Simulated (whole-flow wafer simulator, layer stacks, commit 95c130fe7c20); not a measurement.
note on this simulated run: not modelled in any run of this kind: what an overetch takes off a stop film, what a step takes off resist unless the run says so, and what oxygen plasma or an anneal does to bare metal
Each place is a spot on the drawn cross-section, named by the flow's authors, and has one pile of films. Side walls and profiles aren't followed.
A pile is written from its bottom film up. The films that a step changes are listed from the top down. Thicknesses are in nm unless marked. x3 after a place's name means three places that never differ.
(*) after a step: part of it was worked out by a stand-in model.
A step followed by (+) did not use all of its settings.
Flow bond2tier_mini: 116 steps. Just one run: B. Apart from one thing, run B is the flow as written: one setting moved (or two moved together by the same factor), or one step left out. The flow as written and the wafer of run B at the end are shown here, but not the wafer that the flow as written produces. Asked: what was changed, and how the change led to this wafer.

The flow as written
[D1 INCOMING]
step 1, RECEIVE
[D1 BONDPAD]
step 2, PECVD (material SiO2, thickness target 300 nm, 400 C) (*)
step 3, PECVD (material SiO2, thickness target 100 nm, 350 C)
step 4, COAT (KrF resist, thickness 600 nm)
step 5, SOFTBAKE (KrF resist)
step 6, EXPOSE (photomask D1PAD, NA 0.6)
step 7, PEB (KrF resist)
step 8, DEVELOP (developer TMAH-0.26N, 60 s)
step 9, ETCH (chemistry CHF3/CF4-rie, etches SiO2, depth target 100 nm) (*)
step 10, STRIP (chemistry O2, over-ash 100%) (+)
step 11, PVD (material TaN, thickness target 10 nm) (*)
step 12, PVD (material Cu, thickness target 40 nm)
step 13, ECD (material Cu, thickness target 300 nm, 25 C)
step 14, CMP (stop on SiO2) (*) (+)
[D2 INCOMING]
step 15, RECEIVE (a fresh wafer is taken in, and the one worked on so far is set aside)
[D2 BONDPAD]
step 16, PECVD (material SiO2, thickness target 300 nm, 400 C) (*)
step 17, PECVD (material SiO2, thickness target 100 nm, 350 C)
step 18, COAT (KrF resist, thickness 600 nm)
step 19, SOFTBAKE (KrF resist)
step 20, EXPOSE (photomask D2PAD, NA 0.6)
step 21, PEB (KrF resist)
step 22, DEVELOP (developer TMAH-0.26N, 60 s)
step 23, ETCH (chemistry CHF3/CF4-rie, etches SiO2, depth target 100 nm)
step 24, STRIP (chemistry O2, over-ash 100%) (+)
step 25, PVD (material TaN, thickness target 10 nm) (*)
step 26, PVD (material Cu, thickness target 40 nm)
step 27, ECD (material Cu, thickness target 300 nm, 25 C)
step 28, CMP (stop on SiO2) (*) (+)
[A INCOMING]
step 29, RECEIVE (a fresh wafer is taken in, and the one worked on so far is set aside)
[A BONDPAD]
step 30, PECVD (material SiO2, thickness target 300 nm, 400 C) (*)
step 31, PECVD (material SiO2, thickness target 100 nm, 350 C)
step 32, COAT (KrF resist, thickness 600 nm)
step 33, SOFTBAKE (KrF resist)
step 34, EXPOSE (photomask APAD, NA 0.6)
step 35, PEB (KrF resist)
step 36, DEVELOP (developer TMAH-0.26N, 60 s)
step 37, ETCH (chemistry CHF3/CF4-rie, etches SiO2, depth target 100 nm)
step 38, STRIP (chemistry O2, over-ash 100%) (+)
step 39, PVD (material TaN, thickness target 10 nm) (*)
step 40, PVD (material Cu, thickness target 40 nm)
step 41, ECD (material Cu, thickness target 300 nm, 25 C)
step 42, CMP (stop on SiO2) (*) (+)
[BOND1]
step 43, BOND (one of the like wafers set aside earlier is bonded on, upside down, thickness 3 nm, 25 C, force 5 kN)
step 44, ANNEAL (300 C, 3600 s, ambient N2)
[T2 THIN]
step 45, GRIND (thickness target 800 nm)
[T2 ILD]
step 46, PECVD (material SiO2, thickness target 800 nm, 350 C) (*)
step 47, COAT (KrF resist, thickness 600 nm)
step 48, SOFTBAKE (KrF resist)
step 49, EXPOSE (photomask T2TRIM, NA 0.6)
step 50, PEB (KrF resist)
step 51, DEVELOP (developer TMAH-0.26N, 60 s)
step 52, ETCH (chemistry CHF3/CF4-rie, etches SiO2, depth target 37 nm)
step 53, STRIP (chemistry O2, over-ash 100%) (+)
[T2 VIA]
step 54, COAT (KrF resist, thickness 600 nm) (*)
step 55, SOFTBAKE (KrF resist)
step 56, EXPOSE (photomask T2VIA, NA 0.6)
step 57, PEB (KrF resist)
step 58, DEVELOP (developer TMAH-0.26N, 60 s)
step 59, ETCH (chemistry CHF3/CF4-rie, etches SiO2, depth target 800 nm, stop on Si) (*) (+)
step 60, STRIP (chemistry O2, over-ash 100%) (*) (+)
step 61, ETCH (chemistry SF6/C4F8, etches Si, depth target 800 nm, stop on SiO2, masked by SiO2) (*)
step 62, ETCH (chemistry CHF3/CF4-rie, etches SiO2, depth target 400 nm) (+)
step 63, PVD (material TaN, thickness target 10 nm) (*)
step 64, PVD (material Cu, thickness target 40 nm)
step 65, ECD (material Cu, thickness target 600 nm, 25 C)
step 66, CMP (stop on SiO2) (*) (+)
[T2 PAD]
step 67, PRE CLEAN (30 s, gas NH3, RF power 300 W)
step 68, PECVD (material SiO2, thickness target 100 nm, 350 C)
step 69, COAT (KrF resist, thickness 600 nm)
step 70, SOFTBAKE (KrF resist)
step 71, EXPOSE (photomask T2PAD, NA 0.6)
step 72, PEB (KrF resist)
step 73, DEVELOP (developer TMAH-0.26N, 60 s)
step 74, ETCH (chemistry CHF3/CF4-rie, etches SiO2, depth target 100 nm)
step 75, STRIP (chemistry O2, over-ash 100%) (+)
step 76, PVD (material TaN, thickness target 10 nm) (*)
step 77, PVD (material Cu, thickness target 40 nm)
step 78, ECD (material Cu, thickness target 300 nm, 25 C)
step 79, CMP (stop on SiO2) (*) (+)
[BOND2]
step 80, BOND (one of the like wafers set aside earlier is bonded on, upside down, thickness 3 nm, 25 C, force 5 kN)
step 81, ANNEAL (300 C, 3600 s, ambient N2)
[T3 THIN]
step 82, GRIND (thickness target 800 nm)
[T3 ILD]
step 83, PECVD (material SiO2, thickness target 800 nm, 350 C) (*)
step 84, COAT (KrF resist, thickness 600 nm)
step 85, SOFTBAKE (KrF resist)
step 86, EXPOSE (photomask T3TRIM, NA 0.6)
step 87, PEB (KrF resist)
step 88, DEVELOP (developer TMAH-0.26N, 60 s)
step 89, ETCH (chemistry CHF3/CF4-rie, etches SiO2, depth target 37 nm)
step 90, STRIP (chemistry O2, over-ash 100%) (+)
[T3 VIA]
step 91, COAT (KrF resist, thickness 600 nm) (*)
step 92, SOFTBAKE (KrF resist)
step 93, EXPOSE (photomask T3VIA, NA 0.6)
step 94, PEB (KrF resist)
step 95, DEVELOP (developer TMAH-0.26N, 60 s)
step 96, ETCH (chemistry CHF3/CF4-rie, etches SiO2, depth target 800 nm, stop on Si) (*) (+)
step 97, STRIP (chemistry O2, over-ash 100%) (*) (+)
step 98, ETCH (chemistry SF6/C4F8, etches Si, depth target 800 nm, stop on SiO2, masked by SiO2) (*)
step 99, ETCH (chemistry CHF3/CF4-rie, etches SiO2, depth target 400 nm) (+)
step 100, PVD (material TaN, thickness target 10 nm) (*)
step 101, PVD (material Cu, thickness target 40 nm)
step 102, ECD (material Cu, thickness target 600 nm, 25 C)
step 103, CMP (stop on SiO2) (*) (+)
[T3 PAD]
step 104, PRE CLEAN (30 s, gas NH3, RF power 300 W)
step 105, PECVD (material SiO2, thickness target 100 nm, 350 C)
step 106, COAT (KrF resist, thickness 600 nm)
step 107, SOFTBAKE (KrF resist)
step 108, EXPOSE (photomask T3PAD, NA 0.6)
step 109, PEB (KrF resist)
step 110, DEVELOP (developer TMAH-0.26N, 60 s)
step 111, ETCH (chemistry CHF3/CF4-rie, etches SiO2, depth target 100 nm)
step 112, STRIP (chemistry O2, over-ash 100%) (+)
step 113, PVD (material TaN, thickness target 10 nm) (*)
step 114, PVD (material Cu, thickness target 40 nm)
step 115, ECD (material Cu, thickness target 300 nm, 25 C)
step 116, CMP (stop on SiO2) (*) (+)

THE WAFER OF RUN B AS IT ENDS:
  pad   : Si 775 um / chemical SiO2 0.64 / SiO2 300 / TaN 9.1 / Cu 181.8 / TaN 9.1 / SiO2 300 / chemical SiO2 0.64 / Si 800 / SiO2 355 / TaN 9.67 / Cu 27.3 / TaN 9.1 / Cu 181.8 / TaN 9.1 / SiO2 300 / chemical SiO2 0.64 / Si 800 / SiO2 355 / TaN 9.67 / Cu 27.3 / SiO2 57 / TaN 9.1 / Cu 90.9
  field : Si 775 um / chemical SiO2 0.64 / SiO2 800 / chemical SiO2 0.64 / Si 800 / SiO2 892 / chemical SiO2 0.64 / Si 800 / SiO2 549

What caused this: step 105, PECVD: thickness target 157 nm was run, while the flow as written has thickness target 100 nm.

The path from the change to this, step by step:
  step 105, PECVD (material SiO2, thickness target 100 nm, 350 C)
      field: +157 SiO2 (it would be, as written: +100 SiO2)
      pad: +157 SiO2 (new film) (it would be, as written: +100 SiO2 (new film))
  step 111, ETCH (chemistry CHF3/CF4-rie, etches SiO2, depth target 100 nm)
      pad: -100 SiO2 (it would be, as written: -100 SiO2 (all of it))
If metal films that touch count as one body, pad has 4 bodies (between them, from the top down: SiO2 57; SiO2 355 / Si 800 / chemical SiO2 0.64 / SiO2 300; SiO2 355 / Si 800 / chemical SiO2 0.64 / SiO2 300); the flow as written gives 3 bodies (between them, from the top down: SiO2 355 / Si 800 / chemical SiO2 0.64 / SiO2 300; SiO2 355 / Si 800 / chemical SiO2 0.64 / SiO2 300).
